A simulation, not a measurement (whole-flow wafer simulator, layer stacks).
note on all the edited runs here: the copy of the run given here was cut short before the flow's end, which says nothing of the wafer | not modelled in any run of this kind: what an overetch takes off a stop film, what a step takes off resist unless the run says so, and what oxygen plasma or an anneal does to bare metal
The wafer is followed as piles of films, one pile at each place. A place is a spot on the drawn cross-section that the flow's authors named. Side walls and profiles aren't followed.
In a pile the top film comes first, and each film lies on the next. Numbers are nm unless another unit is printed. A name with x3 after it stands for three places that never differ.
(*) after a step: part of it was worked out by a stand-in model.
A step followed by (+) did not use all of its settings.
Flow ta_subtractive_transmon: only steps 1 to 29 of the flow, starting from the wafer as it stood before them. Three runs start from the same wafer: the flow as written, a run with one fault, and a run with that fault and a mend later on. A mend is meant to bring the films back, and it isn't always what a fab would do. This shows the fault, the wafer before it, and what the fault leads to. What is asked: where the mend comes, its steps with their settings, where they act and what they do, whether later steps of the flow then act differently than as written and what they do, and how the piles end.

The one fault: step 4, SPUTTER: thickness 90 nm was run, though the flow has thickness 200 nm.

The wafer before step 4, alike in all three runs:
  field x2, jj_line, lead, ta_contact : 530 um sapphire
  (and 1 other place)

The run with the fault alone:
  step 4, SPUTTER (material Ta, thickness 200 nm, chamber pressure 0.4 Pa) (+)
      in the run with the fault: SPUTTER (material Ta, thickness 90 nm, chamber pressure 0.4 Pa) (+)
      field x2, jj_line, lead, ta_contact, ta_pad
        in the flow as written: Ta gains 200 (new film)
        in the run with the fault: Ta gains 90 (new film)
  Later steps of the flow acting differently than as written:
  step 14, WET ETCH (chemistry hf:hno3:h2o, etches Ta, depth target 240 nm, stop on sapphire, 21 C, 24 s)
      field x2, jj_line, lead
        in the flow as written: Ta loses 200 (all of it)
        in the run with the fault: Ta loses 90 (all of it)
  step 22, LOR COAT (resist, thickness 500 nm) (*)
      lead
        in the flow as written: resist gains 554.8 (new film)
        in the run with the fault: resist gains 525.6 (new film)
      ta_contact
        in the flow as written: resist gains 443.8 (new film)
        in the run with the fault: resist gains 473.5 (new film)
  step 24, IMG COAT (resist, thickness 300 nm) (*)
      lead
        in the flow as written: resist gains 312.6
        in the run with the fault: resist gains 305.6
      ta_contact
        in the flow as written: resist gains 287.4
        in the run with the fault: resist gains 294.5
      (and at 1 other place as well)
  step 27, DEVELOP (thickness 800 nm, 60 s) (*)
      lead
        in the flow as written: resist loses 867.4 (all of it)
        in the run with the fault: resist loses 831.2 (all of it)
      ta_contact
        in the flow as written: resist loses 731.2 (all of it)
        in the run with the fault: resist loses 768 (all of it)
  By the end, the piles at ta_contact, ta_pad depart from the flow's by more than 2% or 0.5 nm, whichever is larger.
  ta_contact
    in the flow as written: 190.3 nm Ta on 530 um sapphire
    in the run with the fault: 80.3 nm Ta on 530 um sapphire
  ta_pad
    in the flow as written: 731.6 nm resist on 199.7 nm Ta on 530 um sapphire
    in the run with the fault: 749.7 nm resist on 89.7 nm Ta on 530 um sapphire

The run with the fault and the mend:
  The mend follows step 5.
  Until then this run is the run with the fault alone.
  step 5a, SPUTTER (material Ta, thickness 110 nm, chamber pressure 0.4 Pa) (+) (the flow's step 4 again, with other settings)
      field x2, jj_line, lead, ta_contact, ta_pad
        Ta gains 110
  Later steps of the flow that are run all act as written at every place that is followed.
  At every place that both follow, the piles at the end match the flow's.
